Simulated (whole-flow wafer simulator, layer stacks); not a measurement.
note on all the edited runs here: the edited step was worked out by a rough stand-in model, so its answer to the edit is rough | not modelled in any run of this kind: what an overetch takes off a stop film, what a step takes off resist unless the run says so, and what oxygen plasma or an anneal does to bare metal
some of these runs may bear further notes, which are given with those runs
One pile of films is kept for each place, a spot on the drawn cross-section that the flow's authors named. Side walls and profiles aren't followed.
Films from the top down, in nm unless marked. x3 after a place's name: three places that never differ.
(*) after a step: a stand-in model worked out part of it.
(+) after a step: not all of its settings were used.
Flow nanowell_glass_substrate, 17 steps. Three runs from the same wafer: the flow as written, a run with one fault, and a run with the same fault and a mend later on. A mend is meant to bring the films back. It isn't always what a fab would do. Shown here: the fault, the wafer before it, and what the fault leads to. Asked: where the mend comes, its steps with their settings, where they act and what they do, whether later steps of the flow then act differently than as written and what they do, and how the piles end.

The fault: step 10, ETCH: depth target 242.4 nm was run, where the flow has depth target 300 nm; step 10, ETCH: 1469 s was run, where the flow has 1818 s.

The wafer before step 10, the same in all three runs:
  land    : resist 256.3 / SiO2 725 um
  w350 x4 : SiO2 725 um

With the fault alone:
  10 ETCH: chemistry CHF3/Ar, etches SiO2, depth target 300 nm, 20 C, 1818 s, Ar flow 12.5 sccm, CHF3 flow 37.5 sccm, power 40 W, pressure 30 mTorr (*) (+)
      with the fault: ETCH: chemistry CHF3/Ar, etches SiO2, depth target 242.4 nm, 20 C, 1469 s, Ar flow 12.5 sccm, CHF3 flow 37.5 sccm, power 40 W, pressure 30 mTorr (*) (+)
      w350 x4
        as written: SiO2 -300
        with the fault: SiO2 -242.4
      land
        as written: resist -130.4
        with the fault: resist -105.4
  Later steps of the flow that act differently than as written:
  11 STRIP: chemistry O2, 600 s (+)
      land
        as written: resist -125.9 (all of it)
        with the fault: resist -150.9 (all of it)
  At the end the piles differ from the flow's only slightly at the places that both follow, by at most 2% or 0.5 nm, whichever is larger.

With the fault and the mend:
  The mend comes after step 10.
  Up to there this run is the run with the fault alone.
  10a ETCH: chemistry CHF3/Ar, etches SiO2, depth target 57.6 nm, 20 C, 349.1 s, Ar flow 12.5 sccm, CHF3 flow 37.5 sccm, power 40 W, pressure 30 mTorr (*) (+) (the flow's step 10 once more, with other settings)
      w350 x4
        SiO2 -57.6
      land
        resist -25
  No later step of the flow acts differently than as written at any place that is followed.
  At the end the piles are the same as the flow's at every place that both follow.
